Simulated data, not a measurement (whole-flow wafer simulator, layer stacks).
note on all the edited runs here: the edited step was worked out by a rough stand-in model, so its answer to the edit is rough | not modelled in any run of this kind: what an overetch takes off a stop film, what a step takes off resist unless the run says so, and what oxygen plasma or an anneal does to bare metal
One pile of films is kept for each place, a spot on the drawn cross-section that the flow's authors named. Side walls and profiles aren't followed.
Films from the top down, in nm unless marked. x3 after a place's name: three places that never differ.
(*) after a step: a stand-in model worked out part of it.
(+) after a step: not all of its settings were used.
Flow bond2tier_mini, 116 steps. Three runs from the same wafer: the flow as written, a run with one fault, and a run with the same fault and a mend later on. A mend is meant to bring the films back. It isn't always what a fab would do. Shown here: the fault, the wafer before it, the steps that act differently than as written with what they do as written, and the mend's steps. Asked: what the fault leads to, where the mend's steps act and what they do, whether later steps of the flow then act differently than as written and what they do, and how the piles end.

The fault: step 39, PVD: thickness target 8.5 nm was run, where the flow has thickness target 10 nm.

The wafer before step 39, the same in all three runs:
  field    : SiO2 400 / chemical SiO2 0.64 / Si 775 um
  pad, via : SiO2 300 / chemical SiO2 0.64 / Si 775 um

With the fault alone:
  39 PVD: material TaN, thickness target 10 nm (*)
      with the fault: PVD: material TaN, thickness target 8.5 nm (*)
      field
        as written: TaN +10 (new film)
        with the fault: TaN +8.5 (new film)
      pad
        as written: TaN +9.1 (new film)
        with the fault: TaN +7.74 (new film)
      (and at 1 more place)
  Later steps of the flow that act differently than as written (1 more step differs only slightly, by at most 2% or 0.5 nm, whichever is larger, and isn't shown):
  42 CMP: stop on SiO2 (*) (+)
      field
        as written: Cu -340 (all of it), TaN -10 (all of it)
        with the fault: Cu -340 (all of it), TaN -8.5 (all of it)
  At the end the piles differ from the flow's by more than 2% or 0.5 nm, whichever is larger, at pad.
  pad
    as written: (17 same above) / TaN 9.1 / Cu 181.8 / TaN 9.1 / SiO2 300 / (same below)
    with the fault: (17 same above) / TaN 9.1 / Cu 183.2 / TaN 7.74 / SiO2 300 / (same below)

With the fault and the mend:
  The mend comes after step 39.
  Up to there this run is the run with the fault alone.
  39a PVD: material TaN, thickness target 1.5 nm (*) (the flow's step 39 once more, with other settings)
      field, via
        TaN +1.5
      pad
        TaN +1.36
  No later step of the flow acts differently than as written at any place that is followed.
  At the end the piles are the same as the flow's at every place that both follow.
